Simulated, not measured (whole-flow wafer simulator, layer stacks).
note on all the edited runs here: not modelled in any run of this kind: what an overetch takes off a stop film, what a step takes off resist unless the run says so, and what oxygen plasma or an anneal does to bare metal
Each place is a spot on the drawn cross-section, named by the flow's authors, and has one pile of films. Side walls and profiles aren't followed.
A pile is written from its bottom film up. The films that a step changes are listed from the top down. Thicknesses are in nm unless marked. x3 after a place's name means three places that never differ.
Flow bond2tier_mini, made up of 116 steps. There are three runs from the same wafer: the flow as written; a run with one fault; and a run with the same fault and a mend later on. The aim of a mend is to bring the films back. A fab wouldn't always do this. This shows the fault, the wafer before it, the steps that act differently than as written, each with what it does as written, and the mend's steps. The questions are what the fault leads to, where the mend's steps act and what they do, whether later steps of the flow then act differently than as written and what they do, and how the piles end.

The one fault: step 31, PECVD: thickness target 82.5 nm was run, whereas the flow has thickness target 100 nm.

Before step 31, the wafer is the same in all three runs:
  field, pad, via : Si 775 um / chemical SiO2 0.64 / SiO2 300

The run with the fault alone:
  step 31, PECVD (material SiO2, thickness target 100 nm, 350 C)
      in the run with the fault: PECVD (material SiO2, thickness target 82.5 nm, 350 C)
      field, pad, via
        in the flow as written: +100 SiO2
        in the run with the fault: +82.5 SiO2
  Every later step of the flow that is run acts as written at every place that is followed.
  By the end, the piles at field, pad depart from the flow's by more than 2% or 0.5 nm, whichever is larger.
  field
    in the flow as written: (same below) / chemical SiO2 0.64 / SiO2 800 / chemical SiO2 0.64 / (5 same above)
    in the run with the fault: (same below) / chemical SiO2 0.64 / SiO2 782.5 / chemical SiO2 0.64 / (5 same above)
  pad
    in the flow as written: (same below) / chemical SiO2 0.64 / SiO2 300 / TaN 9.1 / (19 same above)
    in the run with the fault: (same below) / chemical SiO2 0.64 / SiO2 282.5 / TaN 9.1 / (19 same above)

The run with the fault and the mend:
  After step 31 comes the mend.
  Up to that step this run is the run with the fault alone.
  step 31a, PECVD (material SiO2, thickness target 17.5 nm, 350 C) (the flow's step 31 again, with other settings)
      field, pad, via
        +17.5 SiO2
  Every later step of the flow that is run acts as written at every place that is followed.
  The piles end the same as the flow's at every place that both follow.
